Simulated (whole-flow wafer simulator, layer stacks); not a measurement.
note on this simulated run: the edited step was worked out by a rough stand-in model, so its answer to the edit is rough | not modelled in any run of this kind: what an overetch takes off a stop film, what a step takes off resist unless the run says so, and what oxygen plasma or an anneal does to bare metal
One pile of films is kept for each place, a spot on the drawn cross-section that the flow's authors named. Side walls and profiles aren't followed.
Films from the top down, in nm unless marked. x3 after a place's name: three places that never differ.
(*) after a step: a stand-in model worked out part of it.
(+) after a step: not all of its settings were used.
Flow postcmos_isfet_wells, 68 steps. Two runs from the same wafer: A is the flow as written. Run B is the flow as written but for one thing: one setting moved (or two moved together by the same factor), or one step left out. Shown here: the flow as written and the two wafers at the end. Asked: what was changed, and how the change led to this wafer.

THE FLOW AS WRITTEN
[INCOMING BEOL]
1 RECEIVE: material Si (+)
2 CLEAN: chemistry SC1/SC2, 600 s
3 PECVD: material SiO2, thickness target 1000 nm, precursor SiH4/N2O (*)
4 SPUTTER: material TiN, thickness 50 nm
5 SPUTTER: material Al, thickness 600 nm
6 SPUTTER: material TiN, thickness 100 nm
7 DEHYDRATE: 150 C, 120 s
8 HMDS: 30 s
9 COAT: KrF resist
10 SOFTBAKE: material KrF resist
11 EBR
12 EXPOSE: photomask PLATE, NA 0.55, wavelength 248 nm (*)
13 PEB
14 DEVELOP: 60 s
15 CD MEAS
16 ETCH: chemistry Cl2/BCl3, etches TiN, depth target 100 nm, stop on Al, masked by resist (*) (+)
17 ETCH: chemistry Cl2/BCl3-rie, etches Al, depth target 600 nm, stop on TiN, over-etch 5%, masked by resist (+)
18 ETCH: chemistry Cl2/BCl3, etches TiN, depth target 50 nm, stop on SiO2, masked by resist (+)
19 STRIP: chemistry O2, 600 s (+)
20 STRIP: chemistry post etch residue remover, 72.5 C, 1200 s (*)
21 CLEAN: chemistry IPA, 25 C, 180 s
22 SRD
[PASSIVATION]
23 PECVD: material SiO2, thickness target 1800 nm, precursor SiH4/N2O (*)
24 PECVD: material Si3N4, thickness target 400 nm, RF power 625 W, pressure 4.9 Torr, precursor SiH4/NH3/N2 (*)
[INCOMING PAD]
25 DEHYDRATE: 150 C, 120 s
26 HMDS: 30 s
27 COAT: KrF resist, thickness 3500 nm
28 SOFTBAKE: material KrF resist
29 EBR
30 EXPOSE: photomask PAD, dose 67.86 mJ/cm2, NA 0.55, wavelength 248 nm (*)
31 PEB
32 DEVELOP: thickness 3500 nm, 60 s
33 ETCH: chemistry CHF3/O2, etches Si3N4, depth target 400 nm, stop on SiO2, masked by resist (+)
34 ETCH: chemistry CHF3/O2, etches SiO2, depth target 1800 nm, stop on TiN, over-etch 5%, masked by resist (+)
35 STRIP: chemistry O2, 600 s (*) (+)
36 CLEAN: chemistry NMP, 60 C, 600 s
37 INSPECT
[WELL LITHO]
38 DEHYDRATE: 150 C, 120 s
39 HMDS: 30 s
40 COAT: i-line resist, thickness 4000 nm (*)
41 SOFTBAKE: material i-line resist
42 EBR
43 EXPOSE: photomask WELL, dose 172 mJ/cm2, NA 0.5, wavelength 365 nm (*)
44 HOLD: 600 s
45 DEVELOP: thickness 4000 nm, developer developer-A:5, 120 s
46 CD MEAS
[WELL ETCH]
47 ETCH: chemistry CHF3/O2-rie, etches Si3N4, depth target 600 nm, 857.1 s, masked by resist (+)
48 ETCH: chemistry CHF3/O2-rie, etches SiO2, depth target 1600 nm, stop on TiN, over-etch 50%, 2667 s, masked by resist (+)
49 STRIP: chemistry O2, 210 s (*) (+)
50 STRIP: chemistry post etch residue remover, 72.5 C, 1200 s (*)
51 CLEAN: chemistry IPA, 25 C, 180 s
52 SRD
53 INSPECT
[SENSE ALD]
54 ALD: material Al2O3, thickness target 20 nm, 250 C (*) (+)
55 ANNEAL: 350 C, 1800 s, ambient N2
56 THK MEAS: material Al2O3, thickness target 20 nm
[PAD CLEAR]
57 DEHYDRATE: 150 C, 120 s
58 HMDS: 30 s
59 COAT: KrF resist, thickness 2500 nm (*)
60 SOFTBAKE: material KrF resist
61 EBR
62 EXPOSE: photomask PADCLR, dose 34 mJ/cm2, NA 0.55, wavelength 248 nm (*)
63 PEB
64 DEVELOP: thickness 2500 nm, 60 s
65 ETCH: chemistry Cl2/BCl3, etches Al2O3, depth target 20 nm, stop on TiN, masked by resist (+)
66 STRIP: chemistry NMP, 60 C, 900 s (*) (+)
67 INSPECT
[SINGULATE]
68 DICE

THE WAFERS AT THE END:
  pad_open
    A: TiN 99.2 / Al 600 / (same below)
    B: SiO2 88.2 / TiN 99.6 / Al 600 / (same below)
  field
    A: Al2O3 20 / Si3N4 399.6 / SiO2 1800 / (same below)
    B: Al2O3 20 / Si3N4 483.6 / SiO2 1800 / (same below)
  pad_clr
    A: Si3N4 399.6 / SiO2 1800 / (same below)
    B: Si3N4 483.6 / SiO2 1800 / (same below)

The cause: step 24, PECVD: thickness target 484 nm was run, where the flow has thickness target 400 nm.

How the change led to this, step by step:
  24 PECVD: material Si3N4, thickness target 400 nm, RF power 625 W, pressure 4.9 Torr, precursor SiH4/NH3/N2 (*)
      field, margin, well900, well1300 x3, pad_rim, pad_clr, pad_open: A Si3N4 +400 (new film) | B Si3N4 +484 (new film)
  33 ETCH: chemistry CHF3/O2, etches Si3N4, depth target 400 nm, stop on SiO2, masked by resist (+)
      pad_open: A Si3N4 -400 (all of it) | B Si3N4 -400
  34 ETCH: chemistry CHF3/O2, etches SiO2, depth target 1800 nm, stop on TiN, over-etch 5%, masked by resist (+)
      pad_open: A SiO2 -1800 (all of it) | B Si3N4 -84 (all of it), SiO2 -1711.8
  47 ETCH: chemistry CHF3/O2-rie, etches Si3N4, depth target 600 nm, 857.1 s, masked by resist (+)
      well900, well1300 x3: A Si3N4 -400 (all of it), SiO2 -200 | B Si3N4 -484 (all of it), SiO2 -116
  48 ETCH: chemistry CHF3/O2-rie, etches SiO2, depth target 1600 nm, stop on TiN, over-etch 50%, 2667 s, masked by resist (+)
      well900, well1300 x3: A SiO2 -1600 (all of it) | B SiO2 -1684 (all of it)
  59 COAT: KrF resist, thickness 2500 nm (*)
      field: A KrF resist +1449 (new film) | B KrF resist +1408.9 (new film)
      margin: A KrF resist +1448.9 (new film) | B KrF resist +1408.8 (new film)
  66 STRIP: chemistry NMP, 60 C, 900 s (*) (+)
      field: A KrF resist -1400.1 (all of it) | B KrF resist -1360.3 (all of it)
      margin: A KrF resist -1400.1 (all of it) | B KrF resist -1360.2 (all of it)
